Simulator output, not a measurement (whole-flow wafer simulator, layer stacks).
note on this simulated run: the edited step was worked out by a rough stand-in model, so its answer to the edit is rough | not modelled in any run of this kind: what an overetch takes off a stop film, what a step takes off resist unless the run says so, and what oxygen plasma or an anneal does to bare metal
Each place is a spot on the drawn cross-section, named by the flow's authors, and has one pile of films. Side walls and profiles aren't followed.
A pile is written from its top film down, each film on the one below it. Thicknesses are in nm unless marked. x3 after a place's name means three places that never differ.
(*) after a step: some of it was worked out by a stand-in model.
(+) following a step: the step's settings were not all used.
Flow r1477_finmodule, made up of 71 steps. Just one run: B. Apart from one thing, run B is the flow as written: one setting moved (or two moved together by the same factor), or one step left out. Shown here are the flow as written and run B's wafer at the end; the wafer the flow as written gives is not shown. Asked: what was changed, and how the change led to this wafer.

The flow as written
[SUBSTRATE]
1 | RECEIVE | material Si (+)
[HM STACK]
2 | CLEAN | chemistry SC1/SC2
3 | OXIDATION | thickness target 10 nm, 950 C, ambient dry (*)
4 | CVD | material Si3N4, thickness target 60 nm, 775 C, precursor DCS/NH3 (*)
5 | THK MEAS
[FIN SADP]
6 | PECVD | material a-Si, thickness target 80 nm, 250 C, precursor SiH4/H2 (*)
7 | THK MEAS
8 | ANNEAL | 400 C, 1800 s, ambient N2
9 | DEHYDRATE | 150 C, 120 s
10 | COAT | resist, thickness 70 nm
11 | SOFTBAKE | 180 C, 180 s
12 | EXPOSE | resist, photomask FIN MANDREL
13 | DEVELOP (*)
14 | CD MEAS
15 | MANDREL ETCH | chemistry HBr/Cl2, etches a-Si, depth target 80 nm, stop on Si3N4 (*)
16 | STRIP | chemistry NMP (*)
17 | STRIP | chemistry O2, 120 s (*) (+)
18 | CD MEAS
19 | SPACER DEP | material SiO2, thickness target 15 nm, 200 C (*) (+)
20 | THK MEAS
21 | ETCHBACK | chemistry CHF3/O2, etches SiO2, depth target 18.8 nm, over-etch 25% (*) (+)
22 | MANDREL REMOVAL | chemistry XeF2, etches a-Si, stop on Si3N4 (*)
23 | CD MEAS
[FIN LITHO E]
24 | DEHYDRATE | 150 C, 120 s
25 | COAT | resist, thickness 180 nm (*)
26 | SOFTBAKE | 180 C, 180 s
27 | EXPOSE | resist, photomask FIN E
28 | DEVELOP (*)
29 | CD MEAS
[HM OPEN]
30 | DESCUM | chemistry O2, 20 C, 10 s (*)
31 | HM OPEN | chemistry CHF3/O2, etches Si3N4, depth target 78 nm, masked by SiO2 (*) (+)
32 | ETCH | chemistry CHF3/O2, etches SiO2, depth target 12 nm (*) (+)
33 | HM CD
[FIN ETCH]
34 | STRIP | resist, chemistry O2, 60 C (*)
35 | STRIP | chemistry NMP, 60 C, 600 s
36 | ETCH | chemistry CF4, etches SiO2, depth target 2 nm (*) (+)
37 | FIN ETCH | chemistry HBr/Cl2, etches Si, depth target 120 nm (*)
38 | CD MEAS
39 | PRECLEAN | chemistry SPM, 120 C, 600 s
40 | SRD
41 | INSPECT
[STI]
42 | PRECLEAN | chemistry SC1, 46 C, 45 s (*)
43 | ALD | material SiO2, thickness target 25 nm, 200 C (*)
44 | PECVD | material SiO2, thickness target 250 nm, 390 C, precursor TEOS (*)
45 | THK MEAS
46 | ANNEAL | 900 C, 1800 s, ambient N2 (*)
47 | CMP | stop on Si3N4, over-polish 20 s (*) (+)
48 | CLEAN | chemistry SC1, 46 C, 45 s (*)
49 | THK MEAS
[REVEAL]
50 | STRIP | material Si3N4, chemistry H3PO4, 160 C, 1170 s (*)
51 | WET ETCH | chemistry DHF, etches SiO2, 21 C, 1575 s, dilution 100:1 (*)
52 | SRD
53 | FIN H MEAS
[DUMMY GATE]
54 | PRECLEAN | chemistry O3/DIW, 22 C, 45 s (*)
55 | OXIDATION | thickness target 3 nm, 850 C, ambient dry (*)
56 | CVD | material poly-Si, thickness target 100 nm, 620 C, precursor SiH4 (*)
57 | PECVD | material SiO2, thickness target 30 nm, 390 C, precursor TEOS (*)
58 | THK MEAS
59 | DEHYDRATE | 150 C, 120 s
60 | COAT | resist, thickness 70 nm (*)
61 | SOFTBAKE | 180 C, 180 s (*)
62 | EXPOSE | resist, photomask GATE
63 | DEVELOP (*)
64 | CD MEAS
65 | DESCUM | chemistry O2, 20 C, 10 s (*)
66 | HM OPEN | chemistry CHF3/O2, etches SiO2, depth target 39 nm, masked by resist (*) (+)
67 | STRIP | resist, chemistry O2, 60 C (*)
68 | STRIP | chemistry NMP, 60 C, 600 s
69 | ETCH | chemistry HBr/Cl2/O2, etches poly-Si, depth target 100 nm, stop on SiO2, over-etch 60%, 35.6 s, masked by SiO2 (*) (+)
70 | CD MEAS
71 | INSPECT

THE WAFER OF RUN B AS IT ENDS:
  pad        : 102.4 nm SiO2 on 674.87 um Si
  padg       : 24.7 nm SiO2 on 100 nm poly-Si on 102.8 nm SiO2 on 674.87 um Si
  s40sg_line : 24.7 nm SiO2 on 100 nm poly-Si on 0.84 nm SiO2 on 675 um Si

Cause: step 55, OXIDATION: 744 C was run, while the flow as written has 850 C.

Step by step, how the change led to this:
  55 | OXIDATION | thickness target 3 nm, 850 C, ambient dry (*)
      s40sg_line, s45sg_line, s50sg_line, s40so_line, s45so_line, s50so_line: SiO2 gains 0.84 (new film), chemical SiO2 loses 0.84 (all of it) (as written it would have been: SiO2 gains 3 (new film), chemical SiO2 loses 0.84 (all of it), Si loses 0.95)
  67 | STRIP | resist, chemistry O2, 60 C (*)
      s40sg, s45sg: resist loses 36 (all of it) (as written it would have been: resist loses 36.9 (all of it))
      s50sg: resist loses 35.9 (all of it) (as written it would have been: resist loses 36.8 (all of it))
